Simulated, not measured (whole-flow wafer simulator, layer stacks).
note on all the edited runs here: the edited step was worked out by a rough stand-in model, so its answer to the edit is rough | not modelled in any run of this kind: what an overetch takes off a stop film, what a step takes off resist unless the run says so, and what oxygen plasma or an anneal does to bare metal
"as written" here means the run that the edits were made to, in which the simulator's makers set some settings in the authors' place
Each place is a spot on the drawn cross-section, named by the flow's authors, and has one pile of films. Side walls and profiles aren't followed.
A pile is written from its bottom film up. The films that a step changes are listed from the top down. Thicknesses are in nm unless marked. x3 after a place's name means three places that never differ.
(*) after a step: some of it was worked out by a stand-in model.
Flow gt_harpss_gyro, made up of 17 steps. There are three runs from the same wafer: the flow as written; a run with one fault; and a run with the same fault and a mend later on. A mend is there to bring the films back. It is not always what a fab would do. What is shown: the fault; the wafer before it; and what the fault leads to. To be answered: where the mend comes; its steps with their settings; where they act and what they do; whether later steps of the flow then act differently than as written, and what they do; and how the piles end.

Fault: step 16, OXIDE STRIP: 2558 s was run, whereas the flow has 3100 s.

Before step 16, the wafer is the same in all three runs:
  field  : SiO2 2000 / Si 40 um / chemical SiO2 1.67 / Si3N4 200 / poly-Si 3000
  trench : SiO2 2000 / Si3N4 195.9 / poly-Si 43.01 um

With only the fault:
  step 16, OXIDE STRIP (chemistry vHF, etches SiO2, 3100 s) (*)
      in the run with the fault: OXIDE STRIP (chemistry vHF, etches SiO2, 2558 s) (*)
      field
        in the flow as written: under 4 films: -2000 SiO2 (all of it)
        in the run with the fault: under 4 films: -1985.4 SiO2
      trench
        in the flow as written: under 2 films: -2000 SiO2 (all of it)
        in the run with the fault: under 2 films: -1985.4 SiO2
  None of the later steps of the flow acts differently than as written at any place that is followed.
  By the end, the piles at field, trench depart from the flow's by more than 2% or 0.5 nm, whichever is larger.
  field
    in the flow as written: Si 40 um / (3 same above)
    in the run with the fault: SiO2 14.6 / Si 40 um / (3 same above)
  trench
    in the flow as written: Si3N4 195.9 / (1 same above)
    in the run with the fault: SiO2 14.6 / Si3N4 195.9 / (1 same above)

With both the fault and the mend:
  The mend stands after step 17.
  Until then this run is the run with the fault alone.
  step 17a, OXIDE STRIP (chemistry vHF, etches SiO2, 542 s) (*) (the flow's step 16 again, with other settings)
      field
        under 4 films: -14.6 SiO2 (all of it)
      trench
        under 2 films: -14.6 SiO2 (all of it)
  None of the later steps of the flow acts differently than as written at any place that is followed.
  At every place that both follow, the piles at the end match the flow's.
